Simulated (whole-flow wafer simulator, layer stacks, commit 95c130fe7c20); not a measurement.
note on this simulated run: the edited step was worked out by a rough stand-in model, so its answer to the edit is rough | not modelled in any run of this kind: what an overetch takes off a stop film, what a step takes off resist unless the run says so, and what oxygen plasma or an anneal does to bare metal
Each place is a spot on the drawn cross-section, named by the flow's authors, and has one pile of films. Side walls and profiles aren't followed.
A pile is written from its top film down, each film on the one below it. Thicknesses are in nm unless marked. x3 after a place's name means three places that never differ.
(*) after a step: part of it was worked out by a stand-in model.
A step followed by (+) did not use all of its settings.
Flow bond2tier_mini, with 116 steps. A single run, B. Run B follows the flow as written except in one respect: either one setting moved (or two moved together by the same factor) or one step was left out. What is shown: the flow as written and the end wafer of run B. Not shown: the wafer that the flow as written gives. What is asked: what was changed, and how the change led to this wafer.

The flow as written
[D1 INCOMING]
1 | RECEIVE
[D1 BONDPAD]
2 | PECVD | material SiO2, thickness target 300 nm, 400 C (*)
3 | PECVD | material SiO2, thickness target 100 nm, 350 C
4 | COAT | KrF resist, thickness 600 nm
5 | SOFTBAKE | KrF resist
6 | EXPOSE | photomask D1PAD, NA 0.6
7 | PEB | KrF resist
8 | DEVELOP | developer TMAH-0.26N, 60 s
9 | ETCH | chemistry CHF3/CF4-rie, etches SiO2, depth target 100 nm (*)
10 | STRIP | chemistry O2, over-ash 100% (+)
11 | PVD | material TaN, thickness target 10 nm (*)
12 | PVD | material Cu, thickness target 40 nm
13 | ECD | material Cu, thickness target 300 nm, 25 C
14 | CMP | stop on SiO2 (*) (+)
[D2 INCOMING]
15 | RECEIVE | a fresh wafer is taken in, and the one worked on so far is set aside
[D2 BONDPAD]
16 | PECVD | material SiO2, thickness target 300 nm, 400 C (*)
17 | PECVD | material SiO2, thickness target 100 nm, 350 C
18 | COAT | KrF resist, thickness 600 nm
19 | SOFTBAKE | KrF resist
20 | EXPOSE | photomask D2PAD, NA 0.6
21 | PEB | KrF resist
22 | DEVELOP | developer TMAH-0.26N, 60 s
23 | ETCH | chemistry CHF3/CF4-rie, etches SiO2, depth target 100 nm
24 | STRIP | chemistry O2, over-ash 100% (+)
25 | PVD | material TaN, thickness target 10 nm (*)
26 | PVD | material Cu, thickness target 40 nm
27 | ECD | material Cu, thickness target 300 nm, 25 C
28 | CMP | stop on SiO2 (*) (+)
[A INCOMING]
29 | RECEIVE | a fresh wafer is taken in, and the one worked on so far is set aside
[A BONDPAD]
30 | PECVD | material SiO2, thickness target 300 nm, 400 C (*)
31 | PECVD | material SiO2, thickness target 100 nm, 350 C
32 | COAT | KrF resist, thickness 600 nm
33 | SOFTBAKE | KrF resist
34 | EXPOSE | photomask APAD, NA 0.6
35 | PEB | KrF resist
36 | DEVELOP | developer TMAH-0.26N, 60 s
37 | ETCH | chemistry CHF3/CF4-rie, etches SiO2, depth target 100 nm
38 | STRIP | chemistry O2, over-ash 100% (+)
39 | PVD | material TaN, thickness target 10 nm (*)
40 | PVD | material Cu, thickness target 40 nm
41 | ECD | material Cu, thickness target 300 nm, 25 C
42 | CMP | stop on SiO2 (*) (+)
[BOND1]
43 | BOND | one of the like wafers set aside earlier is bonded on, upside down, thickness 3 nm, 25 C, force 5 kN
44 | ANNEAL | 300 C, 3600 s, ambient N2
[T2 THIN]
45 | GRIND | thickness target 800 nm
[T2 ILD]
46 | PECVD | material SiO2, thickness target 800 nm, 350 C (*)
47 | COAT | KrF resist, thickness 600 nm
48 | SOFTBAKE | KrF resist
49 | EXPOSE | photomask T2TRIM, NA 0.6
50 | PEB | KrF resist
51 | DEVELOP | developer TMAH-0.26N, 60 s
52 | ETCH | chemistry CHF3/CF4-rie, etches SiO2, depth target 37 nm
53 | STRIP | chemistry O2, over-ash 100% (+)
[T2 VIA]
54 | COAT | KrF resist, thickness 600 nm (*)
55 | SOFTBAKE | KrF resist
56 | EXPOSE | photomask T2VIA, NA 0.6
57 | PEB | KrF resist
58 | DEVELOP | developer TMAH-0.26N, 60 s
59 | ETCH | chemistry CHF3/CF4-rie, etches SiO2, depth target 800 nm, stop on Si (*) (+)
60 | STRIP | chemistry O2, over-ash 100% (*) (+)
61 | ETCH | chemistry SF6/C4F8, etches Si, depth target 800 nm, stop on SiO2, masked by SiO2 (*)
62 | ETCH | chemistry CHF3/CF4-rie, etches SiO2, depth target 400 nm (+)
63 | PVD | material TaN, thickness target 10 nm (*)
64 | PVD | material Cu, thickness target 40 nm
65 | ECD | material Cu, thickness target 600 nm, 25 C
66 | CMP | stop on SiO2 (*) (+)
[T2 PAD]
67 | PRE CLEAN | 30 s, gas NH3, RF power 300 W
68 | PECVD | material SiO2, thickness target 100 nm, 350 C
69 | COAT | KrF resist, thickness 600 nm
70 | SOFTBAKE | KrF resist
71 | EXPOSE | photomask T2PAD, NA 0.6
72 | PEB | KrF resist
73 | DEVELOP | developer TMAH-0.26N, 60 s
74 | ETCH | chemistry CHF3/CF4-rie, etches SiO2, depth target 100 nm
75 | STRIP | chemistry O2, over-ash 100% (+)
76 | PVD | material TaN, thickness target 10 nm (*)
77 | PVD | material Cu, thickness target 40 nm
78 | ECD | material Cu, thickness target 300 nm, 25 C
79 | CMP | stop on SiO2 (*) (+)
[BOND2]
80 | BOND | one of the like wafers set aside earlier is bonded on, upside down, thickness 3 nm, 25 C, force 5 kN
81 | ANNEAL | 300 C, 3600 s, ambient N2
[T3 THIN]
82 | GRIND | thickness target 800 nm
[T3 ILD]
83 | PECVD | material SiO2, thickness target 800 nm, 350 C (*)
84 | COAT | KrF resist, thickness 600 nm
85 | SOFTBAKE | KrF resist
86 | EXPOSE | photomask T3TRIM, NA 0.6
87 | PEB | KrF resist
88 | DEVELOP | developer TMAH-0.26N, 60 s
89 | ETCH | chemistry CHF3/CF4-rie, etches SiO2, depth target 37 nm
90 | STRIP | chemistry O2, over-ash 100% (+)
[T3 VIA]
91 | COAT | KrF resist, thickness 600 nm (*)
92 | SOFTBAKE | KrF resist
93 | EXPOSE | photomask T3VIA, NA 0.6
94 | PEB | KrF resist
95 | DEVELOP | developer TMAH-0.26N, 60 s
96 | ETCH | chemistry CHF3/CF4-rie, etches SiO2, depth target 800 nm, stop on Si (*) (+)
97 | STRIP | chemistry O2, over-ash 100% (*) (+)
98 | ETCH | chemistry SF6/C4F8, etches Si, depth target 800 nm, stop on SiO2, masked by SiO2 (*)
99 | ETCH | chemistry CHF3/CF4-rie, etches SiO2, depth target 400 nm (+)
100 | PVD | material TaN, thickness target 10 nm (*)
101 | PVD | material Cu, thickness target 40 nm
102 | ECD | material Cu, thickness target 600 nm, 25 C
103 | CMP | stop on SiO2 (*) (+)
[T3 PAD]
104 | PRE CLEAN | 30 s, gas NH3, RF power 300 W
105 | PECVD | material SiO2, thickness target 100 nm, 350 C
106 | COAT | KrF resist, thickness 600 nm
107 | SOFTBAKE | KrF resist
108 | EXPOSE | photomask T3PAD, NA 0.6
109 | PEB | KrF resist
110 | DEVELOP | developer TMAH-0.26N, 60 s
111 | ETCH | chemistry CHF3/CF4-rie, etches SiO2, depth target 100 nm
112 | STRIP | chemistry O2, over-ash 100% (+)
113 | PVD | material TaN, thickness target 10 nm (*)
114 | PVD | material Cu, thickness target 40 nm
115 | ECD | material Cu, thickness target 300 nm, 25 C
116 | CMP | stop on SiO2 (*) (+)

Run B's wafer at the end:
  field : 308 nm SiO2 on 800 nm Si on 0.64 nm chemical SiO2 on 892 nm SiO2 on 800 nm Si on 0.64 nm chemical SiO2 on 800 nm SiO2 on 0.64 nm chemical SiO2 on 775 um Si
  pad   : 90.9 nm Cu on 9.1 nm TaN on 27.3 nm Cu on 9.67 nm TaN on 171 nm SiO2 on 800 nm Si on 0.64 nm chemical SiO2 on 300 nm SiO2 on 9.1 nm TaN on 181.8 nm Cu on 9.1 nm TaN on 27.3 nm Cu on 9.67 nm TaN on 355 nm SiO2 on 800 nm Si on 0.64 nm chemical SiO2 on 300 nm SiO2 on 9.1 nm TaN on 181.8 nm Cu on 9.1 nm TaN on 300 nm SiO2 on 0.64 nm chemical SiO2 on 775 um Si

Cause: step 83, PECVD: thickness target 616 nm was run, while the flow as written has thickness target 800 nm.

The path from the change to this, step by step:
  83 | PECVD | material SiO2, thickness target 800 nm, 350 C (*)
      field, pad: SiO2 gains 616 (new film) (as written it would have been: SiO2 gains 800 (new film))
